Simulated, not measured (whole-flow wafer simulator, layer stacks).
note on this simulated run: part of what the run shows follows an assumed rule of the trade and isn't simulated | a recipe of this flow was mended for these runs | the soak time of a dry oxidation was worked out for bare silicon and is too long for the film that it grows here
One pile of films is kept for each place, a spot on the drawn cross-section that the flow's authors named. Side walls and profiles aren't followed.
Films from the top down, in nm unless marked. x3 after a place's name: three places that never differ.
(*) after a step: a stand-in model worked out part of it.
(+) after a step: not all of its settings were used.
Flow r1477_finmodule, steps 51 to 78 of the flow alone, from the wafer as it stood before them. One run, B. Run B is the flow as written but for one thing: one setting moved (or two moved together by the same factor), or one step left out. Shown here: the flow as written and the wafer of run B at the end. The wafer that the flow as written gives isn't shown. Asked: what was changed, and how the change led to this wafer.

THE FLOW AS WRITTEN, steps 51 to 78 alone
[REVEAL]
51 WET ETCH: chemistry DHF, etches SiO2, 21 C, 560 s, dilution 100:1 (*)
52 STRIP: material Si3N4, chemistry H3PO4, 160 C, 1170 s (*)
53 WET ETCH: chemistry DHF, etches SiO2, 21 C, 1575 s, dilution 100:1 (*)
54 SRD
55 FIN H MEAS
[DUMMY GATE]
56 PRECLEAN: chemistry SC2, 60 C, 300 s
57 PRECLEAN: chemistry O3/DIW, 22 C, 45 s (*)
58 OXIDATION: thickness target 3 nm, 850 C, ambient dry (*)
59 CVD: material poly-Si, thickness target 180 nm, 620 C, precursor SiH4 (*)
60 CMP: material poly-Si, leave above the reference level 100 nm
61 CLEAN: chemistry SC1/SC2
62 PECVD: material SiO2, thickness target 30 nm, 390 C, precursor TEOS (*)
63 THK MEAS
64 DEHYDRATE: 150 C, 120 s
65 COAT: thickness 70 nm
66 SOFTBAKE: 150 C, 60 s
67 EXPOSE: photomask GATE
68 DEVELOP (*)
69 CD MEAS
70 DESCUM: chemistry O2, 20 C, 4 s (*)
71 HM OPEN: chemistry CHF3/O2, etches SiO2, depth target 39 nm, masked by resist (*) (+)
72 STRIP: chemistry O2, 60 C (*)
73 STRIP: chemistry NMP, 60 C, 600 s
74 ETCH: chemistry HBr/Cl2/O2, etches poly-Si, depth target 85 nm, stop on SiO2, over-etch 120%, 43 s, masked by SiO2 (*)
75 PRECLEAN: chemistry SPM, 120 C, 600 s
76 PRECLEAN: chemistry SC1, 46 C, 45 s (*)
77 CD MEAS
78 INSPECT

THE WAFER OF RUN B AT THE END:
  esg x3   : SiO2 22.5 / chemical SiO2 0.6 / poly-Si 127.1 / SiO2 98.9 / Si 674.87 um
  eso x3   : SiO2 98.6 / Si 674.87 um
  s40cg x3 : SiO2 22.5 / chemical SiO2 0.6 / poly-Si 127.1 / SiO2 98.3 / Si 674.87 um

The cause: step 53, WET ETCH: 1197 s was run, where the flow has 1575 s.

How the change led to this, step by step:
  53 WET ETCH: chemistry DHF, etches SiO2, 21 C, 1575 s, dilution 100:1 (*)
      esg x3, e200sg, s40cg x3, s40sg x3, eso x3, e200so, s40co x3, s40so x3: SiO2 -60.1 (as written it would be: SiO2 -79.1)
      pad, padg: SiO2 -65.1 (as written it would be: SiO2 -85.7)
  59 CVD: material poly-Si, thickness target 180 nm, 620 C, precursor SiH4 (*)
      esg x3, s40cg x3, s40sg x3, eso x3, s40co x3, s40so x3: poly-Si +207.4 (new film) (as written it would be: poly-Si +226.3 (new film))
      e200sg, e200so: poly-Si +200.3 (new film) (as written it would be: poly-Si +219.2 (new film))
  60 CMP: material poly-Si, leave above the reference level 100 nm
      pad, padg: poly-Si -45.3 (as written it would be: poly-Si -24.8)
  74 ETCH: chemistry HBr/Cl2/O2, etches poly-Si, depth target 85 nm, stop on SiO2, over-etch 120%, 43 s, masked by SiO2 (*)
      eso x3, e200so, s40co x3, s40so x3: chemical SiO2 -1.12 (all of it), poly-Si -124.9 (all of it), SiO2 -0.31 (as written it would be: chemical SiO2 -1.12 (all of it), poly-Si -143.9 (all of it), SiO2 -0.22)
      pad: chemical SiO2 -1.12 (all of it), poly-Si -132.3 (all of it), SiO2 -0.27 (as written it would be: chemical SiO2 -1.12 (all of it), poly-Si -152.8 (all of it), SiO2 -0.17)
